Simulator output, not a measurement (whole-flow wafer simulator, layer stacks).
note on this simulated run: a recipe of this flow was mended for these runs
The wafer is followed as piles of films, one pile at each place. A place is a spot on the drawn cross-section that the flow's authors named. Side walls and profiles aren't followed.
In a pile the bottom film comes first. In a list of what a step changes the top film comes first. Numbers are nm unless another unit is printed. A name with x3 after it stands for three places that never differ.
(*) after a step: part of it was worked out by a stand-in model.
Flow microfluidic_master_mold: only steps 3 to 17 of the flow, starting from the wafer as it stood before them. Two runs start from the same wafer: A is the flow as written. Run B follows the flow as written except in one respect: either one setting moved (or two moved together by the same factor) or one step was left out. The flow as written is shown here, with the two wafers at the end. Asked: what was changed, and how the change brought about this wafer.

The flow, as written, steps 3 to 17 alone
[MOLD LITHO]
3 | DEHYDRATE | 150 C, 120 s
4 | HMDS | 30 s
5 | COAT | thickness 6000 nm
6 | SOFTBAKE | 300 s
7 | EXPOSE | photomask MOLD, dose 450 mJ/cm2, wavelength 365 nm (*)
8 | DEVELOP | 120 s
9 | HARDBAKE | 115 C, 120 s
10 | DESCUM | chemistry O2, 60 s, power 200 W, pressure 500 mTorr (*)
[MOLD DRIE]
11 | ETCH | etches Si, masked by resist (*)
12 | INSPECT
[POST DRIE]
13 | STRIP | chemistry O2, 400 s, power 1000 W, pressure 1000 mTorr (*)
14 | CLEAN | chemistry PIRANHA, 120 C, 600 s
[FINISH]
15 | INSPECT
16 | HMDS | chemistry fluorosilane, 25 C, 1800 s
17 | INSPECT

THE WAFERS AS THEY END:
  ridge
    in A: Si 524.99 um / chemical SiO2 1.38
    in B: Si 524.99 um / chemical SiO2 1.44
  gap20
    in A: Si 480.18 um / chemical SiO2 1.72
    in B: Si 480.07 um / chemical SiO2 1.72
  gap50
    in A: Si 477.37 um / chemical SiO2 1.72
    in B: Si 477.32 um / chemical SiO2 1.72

Cause: step 5, COAT: thickness 5241 nm was run, while the flow as written has thickness 6000 nm.

Step by step, how the change led to this:
  5 | COAT | thickness 6000 nm
      ridge, gap20, gap50, gap200 x2: A +6000 thick-i-line-resist (new film) | B +5241 thick-i-line-resist (new film)
  8 | DEVELOP | 120 s
      gap20, gap50, gap200 x2: A -6000 thick-i-line-resist (all of it) | B -5241 thick-i-line-resist (all of it)
  9 | HARDBAKE | 115 C, 120 s
      ridge: A -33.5 thick-i-line-resist | B -27.6 thick-i-line-resist
  11 | ETCH | etches Si, masked by resist (*)
      gap20: A -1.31 chemical SiO2 (all of it), -44.81 um Si | B -1.31 chemical SiO2 (all of it), -44.93 um Si
      gap50: A -1.31 chemical SiO2 (all of it), -47.62 um Si | B -1.31 chemical SiO2 (all of it), -47.68 um Si
  13 | STRIP | chemistry O2, 400 s, power 1000 W, pressure 1000 mTorr (*)
      ridge: A -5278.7 thick-i-line-resist (all of it), +0.78 chemical SiO2, -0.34 Si | B -4525.6 thick-i-line-resist (all of it), +0.84 chemical SiO2, -0.37 Si
